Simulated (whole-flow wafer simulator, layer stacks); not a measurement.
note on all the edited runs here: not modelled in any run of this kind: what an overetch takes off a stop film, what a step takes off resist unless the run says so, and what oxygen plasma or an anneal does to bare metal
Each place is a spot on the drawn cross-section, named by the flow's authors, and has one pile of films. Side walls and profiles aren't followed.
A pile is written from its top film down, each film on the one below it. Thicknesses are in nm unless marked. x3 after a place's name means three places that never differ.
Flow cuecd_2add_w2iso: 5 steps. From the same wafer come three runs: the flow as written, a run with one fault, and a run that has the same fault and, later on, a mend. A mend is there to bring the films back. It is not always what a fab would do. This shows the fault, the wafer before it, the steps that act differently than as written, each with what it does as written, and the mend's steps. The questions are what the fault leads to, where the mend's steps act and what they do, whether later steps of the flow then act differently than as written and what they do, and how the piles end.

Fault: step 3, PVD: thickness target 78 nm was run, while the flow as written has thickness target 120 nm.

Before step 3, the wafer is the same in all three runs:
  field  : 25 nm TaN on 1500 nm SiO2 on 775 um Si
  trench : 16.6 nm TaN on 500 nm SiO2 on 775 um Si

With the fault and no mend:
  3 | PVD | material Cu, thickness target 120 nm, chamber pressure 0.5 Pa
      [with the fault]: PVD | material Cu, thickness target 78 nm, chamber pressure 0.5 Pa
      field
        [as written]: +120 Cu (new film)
        [with the fault]: +78 Cu (new film)
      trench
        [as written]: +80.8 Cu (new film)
        [with the fault]: +52.7 Cu (new film)
  Every later step of the flow that is run acts as written, at every place that is followed, to within 2% or 0.5 nm, whichever is larger.
  At field, the piles at the end differ from the flow's by more than 2% or 0.5 nm, whichever is larger.
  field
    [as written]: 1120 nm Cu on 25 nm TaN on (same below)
    [with the fault]: 1078 nm Cu on 25 nm TaN on (same below)

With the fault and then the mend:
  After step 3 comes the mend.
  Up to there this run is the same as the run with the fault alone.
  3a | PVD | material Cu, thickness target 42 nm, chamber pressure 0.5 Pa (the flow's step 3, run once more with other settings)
      field
        +42 Cu
      trench
        +27.7 Cu
  Every later step of the flow that is run acts as written, at every place that is followed, to within 2% or 0.5 nm, whichever is larger.
  The piles end the same as the flow's at every place that both follow.
